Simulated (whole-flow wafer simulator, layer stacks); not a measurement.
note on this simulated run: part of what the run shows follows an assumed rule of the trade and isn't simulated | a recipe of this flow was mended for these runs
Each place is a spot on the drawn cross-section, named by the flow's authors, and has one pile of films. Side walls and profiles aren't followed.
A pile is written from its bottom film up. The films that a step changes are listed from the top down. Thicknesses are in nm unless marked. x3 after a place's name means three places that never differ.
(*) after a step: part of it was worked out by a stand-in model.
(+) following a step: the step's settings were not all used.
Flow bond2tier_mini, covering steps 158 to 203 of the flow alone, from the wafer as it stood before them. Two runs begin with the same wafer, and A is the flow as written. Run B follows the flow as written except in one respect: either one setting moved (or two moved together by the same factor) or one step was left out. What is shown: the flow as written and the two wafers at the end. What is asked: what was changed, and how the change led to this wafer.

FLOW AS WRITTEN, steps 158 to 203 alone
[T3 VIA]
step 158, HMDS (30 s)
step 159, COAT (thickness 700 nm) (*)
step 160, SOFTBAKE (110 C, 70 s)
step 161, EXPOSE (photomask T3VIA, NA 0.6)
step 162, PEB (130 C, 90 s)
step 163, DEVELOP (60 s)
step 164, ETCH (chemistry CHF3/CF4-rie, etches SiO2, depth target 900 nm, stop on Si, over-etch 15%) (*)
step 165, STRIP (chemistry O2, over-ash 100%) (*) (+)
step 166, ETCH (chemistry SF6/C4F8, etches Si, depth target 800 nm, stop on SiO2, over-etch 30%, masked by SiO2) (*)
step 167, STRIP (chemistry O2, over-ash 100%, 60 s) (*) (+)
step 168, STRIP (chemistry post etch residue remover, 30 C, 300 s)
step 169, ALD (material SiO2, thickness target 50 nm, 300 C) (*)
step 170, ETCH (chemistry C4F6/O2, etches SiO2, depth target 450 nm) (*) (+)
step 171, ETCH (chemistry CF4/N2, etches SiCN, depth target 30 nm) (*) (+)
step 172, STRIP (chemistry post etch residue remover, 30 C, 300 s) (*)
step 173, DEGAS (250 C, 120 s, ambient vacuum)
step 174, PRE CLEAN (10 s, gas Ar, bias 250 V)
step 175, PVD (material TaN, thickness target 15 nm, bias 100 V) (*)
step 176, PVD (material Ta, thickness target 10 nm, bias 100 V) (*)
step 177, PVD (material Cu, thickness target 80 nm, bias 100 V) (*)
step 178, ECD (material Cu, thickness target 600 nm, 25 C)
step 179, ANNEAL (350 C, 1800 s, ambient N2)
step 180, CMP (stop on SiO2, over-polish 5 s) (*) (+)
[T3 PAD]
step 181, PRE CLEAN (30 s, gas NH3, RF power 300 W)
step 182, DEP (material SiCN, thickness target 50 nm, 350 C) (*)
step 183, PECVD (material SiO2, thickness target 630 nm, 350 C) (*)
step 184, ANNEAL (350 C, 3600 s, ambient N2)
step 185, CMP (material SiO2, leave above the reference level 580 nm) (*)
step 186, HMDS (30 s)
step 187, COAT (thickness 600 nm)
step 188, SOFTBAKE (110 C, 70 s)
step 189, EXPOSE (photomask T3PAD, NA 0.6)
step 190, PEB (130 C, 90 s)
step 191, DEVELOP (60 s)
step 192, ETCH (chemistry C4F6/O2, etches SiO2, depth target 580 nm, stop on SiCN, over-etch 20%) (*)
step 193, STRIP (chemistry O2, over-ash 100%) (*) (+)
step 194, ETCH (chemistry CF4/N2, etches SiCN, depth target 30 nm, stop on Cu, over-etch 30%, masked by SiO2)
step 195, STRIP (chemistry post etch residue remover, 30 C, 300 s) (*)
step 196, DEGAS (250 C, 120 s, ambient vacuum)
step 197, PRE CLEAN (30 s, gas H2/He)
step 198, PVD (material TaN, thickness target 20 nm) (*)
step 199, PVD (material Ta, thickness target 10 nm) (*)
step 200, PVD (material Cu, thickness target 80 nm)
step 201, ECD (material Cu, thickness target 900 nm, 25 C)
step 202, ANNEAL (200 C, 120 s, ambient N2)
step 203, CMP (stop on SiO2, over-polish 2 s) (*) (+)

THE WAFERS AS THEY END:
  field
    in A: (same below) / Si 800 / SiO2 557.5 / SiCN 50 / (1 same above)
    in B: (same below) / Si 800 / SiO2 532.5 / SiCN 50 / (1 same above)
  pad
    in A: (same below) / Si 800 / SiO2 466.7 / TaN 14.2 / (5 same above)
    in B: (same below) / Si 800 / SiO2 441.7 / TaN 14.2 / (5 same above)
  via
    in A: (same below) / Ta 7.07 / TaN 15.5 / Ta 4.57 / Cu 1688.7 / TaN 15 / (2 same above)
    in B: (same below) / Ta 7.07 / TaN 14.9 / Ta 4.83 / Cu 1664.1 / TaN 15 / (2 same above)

The reason: step 169, ALD: thickness target 25 nm was run, while the flow as written has thickness target 50 nm.

How this came from the change, step by step:
  step 169, ALD (material SiO2, thickness target 50 nm, 300 C) (*)
      field, pad, via: A SiO2 gains 50 | B SiO2 gains 25
  step 170, ETCH (chemistry C4F6/O2, etches SiO2, depth target 450 nm) (*) (+)
      via: A SiO2 loses 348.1 (all of it), SiCN loses 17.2 | B SiO2 loses 323.1 (all of it), SiCN loses 21.4
  step 171, ETCH (chemistry CF4/N2, etches SiCN, depth target 30 nm) (*) (+)
      via: A SiCN loses 17.6 (all of it), TaN loses 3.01 | B SiCN loses 13.4 (all of it), TaN loses 4.04
  step 177, PVD (material Cu, thickness target 80 nm, bias 100 V) (*)
      via: A Cu gains 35 (new film) | B Cu gains 37.2 (new film)
